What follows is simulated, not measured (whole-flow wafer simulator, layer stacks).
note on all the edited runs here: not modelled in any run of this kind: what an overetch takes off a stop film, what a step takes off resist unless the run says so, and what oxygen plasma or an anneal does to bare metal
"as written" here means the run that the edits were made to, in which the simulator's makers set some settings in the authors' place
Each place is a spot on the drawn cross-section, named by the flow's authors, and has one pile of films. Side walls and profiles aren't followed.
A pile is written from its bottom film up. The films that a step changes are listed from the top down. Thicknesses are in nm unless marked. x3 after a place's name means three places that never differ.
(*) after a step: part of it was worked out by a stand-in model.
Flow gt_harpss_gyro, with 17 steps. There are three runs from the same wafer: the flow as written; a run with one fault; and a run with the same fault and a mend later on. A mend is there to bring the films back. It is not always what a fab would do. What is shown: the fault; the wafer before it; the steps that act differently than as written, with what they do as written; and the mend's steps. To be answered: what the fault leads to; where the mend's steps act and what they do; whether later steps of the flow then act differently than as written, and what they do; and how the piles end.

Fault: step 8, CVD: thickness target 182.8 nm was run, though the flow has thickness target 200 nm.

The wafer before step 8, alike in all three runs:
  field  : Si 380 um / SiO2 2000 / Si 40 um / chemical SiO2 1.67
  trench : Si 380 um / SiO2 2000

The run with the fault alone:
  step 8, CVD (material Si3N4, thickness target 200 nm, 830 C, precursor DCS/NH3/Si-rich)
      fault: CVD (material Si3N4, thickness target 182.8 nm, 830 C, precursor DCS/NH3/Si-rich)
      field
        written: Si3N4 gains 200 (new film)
        fault: Si3N4 gains 182.8 (new film)
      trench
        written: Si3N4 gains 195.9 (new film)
        fault: Si3N4 gains 179.1 (new film)
  Steps later in the flow that act otherwise than as written:
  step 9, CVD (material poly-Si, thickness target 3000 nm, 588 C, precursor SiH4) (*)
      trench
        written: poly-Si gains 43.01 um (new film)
        fault: poly-Si gains 43 um (new film)
  By the end, the piles at field, trench depart from the flow's by more than 2% or 0.5 nm, whichever is larger.
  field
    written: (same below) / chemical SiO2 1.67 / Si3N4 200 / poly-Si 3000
    fault: (same below) / chemical SiO2 1.67 / Si3N4 182.8 / poly-Si 3000
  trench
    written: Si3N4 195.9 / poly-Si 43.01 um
    fault: Si3N4 179.1 / poly-Si 43 um

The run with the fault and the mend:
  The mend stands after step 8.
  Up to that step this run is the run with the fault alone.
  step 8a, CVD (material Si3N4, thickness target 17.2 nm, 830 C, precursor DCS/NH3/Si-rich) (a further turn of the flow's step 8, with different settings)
      field
        Si3N4 gains 17.2
      trench
        Si3N4 gains 16.7
  None of the later steps of the flow acts differently than as written at any place that is followed.
  At every place that both follow, the piles at the end match the flow's.
